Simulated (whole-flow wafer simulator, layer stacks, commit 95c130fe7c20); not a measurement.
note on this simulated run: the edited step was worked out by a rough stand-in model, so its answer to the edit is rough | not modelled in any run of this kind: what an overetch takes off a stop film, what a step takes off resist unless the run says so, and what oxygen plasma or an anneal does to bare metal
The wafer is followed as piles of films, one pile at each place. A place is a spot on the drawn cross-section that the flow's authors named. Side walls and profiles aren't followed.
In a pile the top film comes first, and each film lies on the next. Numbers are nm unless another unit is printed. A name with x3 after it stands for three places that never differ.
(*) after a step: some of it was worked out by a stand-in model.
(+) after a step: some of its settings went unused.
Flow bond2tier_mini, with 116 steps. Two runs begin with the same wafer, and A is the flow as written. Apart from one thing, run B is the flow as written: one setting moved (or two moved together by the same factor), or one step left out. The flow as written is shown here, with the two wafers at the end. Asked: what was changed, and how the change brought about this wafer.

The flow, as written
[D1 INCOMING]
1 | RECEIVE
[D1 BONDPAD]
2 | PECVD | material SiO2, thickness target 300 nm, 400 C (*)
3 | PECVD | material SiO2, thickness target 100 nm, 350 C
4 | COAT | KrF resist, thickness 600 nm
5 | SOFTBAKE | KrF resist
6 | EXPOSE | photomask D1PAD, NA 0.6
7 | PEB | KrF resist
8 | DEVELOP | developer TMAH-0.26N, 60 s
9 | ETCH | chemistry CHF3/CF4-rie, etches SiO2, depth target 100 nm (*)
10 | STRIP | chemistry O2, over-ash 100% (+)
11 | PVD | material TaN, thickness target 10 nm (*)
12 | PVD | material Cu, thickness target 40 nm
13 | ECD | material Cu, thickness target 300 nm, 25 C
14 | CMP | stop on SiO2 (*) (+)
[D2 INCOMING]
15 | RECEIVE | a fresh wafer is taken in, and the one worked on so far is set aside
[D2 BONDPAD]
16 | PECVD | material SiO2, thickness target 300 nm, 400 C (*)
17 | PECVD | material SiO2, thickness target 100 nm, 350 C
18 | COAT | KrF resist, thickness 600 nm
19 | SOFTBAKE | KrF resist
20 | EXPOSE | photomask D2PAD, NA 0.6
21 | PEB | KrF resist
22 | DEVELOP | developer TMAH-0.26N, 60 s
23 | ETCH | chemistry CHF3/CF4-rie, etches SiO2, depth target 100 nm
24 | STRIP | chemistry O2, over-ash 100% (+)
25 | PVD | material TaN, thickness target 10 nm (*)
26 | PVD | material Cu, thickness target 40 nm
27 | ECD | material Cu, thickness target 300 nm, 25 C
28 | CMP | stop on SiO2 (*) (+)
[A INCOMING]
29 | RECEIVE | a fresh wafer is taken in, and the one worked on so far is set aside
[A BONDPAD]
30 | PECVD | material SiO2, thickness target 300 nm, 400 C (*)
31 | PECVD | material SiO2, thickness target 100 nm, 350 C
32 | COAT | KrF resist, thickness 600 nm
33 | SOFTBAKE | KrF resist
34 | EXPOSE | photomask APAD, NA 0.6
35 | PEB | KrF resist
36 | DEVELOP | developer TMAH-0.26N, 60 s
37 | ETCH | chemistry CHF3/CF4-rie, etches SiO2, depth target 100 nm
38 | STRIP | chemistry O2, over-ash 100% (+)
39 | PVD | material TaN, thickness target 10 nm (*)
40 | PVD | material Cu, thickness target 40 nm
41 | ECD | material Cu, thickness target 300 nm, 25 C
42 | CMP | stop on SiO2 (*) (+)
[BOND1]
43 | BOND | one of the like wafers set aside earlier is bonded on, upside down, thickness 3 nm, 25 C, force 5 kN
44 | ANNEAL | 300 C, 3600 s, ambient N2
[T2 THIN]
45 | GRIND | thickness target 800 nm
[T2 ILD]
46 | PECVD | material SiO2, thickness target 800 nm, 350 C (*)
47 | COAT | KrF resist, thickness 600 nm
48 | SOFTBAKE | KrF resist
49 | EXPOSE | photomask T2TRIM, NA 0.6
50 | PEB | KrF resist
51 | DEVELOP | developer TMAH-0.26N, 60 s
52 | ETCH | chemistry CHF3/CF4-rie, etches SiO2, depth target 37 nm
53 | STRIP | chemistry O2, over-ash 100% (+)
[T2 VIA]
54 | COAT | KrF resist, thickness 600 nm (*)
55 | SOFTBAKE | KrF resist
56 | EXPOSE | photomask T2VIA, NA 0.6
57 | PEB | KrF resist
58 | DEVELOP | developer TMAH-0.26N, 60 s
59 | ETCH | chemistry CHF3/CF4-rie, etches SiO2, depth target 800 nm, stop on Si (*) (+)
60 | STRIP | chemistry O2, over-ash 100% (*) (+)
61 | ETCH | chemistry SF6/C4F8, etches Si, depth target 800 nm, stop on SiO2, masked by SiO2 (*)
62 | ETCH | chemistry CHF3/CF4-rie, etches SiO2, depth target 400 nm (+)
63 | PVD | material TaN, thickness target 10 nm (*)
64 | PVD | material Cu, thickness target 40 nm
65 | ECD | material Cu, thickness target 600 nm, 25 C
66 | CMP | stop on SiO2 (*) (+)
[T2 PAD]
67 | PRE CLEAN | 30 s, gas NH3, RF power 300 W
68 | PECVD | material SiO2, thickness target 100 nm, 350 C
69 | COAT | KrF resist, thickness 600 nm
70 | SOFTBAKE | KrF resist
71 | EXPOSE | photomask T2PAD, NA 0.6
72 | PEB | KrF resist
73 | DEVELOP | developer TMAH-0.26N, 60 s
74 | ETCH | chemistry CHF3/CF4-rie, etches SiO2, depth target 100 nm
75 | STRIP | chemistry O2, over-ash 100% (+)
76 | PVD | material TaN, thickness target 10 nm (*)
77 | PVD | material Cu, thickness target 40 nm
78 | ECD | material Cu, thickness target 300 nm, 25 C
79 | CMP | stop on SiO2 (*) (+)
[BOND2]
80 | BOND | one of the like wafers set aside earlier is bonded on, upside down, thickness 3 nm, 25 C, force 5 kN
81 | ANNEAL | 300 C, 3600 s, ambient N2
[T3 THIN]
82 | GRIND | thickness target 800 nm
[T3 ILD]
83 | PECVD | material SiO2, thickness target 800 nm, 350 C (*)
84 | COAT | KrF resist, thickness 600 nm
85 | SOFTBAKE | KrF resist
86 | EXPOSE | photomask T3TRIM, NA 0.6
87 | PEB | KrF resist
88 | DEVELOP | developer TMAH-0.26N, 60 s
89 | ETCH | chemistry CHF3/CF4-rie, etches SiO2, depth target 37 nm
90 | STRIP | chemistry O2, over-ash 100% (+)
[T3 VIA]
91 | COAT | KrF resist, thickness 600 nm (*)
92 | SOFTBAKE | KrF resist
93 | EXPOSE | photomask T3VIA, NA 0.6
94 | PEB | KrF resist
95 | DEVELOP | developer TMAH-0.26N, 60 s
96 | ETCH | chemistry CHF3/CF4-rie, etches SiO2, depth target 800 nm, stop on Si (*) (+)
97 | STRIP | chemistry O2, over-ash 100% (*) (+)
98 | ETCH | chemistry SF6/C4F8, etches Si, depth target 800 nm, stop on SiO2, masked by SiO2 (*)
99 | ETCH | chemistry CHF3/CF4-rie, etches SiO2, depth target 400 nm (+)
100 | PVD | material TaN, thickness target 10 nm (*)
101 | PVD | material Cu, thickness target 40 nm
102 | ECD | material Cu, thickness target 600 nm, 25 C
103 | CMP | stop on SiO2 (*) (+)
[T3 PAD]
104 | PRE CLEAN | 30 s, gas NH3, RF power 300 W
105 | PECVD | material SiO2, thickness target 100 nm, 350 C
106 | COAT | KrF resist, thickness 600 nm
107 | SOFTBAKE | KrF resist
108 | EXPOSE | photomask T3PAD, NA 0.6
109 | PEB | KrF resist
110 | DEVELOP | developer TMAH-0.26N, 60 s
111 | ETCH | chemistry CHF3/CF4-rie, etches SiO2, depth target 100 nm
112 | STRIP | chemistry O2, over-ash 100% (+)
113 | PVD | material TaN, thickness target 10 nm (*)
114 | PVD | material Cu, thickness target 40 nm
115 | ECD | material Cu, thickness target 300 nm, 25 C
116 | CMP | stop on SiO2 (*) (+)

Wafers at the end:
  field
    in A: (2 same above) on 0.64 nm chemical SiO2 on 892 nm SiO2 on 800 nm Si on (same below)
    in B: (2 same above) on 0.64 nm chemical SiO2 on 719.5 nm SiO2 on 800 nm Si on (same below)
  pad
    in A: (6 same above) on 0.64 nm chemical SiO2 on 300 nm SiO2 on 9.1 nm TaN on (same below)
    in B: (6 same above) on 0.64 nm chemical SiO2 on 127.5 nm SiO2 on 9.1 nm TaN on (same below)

The reason: step 16, PECVD: thickness target 127.5 nm was run, while the flow as written has thickness target 300 nm.
One can read it off the wafer: pad has SiO2 127.5, and step 16 as written asks for 300 nm.

The path from the change to this, step by step:
  16 | PECVD | material SiO2, thickness target 300 nm, 400 C (*)
      field, pad, via: A +300 SiO2 (new film) | B +127.5 SiO2 (new film)
  80 | BOND | one of the like wafers set aside earlier is bonded on, upside down, thickness 3 nm, 25 C, force 5 kN
      field: A +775 um Si (new film), +0.64 chemical SiO2 (new film), +400 SiO2 | B +775 um Si (new film), +0.64 chemical SiO2 (new film), +227.5 SiO2
      pad: A +775 um Si (new film), +0.64 chemical SiO2 (new film), +300 SiO2 (new film), +9.1 TaN (new film), +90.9 Cu | B +775 um Si (new film), +0.64 chemical SiO2 (new film), +127.5 SiO2 (new film), +9.1 TaN (new film), +90.9 Cu
